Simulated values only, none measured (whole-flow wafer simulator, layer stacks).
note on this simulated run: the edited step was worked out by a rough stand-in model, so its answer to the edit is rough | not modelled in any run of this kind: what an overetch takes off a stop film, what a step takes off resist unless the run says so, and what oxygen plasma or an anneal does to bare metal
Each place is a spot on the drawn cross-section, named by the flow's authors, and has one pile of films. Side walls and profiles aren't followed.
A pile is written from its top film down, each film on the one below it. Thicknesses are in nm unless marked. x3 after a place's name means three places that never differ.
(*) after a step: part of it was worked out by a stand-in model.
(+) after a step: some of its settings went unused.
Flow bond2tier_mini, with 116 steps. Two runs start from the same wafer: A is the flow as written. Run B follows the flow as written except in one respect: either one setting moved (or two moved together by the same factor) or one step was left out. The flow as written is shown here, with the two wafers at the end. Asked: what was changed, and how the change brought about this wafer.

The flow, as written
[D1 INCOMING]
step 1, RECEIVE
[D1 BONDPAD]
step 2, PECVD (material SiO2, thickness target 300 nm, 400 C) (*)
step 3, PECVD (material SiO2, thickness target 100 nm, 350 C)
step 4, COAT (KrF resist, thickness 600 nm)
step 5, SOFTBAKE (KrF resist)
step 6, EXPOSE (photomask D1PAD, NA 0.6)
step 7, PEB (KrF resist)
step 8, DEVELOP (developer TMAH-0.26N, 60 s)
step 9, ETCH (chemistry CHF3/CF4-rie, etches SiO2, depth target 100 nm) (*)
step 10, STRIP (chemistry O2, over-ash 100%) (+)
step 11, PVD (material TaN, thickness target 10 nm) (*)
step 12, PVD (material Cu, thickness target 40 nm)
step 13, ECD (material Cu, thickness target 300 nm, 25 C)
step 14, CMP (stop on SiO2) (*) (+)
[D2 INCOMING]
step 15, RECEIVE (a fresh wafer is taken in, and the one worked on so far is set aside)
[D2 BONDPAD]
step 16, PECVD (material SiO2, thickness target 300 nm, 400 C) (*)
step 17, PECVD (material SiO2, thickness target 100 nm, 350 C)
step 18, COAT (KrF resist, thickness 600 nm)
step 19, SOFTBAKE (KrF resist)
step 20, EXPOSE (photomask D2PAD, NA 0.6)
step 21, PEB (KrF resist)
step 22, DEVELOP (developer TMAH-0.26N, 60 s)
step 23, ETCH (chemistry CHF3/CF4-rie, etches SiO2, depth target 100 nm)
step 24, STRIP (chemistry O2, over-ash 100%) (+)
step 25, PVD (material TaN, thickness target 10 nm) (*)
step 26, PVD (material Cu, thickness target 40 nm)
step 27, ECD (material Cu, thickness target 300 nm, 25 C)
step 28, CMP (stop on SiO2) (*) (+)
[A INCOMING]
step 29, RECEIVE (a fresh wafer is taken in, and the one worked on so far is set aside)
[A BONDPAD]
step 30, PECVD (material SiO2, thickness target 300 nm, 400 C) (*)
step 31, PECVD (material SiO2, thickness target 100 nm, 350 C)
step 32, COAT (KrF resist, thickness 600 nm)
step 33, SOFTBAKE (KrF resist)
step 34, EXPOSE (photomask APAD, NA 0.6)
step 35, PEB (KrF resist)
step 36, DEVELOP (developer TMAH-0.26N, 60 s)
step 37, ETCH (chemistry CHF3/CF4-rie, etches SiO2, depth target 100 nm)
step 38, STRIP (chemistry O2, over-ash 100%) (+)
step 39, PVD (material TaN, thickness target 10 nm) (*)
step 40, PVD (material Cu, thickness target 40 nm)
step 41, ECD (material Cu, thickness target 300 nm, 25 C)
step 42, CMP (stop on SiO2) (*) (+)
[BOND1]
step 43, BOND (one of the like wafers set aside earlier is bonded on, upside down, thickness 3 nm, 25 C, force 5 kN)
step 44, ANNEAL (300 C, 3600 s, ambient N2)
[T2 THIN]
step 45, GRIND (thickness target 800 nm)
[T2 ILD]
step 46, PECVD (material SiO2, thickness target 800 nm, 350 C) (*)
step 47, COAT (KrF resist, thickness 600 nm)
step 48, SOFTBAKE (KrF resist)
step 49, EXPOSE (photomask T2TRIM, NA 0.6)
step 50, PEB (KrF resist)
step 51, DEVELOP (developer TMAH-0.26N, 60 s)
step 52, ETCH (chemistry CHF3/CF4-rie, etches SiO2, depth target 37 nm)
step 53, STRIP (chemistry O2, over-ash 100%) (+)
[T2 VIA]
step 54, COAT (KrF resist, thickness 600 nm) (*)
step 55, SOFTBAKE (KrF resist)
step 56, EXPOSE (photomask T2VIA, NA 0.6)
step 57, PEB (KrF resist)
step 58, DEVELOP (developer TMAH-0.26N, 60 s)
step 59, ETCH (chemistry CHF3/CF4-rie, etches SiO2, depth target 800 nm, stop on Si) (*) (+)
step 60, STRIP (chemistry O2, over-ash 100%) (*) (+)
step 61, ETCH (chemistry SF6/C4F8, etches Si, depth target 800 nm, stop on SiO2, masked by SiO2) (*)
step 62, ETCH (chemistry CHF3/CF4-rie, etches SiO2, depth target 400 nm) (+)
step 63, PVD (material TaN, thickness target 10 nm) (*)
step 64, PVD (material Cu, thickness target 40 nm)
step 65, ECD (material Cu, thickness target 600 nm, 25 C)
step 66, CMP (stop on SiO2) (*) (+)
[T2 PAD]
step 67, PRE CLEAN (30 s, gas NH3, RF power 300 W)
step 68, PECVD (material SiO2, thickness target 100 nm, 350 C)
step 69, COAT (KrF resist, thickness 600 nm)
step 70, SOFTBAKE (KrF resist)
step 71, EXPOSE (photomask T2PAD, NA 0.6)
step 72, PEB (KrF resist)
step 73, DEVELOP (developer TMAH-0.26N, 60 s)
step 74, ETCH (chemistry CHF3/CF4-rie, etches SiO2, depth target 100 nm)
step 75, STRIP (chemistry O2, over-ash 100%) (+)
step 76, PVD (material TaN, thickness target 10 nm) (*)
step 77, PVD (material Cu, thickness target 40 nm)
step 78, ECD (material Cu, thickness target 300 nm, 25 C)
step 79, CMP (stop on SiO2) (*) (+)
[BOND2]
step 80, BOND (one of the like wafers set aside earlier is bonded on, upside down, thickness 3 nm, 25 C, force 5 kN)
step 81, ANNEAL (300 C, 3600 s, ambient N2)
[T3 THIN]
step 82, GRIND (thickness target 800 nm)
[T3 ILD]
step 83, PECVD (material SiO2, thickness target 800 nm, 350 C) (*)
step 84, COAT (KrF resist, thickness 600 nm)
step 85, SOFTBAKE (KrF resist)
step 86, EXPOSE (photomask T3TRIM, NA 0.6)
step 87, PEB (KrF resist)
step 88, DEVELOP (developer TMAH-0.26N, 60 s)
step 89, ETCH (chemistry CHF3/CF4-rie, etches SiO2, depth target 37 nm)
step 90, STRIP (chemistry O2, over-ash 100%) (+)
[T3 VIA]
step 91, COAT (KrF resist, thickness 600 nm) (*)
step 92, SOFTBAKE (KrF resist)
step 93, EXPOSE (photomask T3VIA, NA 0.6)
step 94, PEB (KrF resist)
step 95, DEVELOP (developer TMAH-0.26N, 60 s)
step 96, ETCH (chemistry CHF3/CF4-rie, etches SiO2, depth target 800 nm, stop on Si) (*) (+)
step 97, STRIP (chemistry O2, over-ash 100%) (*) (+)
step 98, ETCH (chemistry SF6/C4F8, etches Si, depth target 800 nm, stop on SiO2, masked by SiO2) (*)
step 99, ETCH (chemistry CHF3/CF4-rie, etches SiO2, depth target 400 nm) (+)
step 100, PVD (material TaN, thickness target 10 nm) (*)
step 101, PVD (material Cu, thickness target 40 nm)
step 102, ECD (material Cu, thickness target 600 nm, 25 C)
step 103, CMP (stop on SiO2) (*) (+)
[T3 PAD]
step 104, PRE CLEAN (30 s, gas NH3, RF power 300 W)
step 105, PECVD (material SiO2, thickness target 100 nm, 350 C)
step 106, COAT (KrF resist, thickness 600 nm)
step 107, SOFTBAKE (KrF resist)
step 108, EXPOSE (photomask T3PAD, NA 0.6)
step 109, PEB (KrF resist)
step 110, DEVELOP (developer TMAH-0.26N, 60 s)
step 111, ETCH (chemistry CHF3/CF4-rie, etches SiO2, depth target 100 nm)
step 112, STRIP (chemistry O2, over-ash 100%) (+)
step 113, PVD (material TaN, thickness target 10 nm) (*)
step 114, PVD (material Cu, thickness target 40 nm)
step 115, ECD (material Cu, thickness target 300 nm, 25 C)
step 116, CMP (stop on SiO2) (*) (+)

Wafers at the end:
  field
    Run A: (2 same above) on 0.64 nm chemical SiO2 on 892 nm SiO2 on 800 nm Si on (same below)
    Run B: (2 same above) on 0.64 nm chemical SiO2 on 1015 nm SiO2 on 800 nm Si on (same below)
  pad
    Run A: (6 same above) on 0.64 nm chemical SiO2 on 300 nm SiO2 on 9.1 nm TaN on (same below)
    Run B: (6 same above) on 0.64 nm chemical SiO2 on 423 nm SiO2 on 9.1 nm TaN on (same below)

Cause: step 16, PECVD: thickness target 423 nm was run, though the flow has thickness target 300 nm.
One can read it off the wafer: pad has SiO2 423, and step 16 as written asks for 300 nm.

How this came from the change, step by step:
  step 16, PECVD (material SiO2, thickness target 300 nm, 400 C) (*)
      field, pad, via: A +300 SiO2 (new film) | B +423 SiO2 (new film)
  step 80, BOND (one of the like wafers set aside earlier is bonded on, upside down, thickness 3 nm, 25 C, force 5 kN)
      field: A +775 um Si (new film), +0.64 chemical SiO2 (new film), +400 SiO2 | B +775 um Si (new film), +0.64 chemical SiO2 (new film), +523 SiO2
      pad: A +775 um Si (new film), +0.64 chemical SiO2 (new film), +300 SiO2 (new film), +9.1 TaN (new film), +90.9 Cu | B +775 um Si (new film), +0.64 chemical SiO2 (new film), +423 SiO2 (new film), +9.1 TaN (new film), +90.9 Cu
